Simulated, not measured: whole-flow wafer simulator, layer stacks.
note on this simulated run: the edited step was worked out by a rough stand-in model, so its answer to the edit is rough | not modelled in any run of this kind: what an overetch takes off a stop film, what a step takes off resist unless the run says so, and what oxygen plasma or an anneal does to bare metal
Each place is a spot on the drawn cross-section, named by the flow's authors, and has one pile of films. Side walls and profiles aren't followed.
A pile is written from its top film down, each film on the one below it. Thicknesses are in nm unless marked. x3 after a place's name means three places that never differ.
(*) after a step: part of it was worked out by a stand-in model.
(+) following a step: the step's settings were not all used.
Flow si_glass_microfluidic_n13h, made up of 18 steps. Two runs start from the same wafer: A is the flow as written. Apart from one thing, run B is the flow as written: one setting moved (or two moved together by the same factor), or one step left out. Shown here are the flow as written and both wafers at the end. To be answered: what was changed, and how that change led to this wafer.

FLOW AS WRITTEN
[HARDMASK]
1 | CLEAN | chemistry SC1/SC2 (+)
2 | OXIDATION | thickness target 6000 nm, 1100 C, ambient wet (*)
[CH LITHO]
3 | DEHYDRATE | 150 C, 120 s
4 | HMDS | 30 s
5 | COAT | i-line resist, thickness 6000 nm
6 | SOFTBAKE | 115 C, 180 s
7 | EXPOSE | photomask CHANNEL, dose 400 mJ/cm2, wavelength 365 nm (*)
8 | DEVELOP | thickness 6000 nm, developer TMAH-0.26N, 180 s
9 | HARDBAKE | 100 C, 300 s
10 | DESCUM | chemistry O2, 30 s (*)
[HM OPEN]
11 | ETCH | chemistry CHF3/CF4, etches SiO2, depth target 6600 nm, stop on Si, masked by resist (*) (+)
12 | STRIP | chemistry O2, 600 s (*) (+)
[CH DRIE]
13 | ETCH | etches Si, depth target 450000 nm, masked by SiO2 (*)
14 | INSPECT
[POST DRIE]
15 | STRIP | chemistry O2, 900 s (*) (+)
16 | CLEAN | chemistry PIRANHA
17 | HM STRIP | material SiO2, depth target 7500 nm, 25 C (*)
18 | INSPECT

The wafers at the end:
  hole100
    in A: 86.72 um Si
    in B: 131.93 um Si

Cause: step 13, ETCH: depth target 405000 nm was run, whereas the flow has depth target 450000 nm.

Step by step, how the change led to this:
  13 | ETCH | etches Si, depth target 450000 nm, masked by SiO2 (*)
      land: A SiO2 loses 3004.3 | B SiO2 loses 2702.8
      hole100: A chemical SiO2 loses 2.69 (all of it), Si loses 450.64 um | B chemical SiO2 loses 2.69 (all of it), Si loses 405.43 um
  17 | HM STRIP | material SiO2, depth target 7500 nm, 25 C (*)
      land: A SiO2 loses 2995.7 (all of it) | B SiO2 loses 3297.2 (all of it)
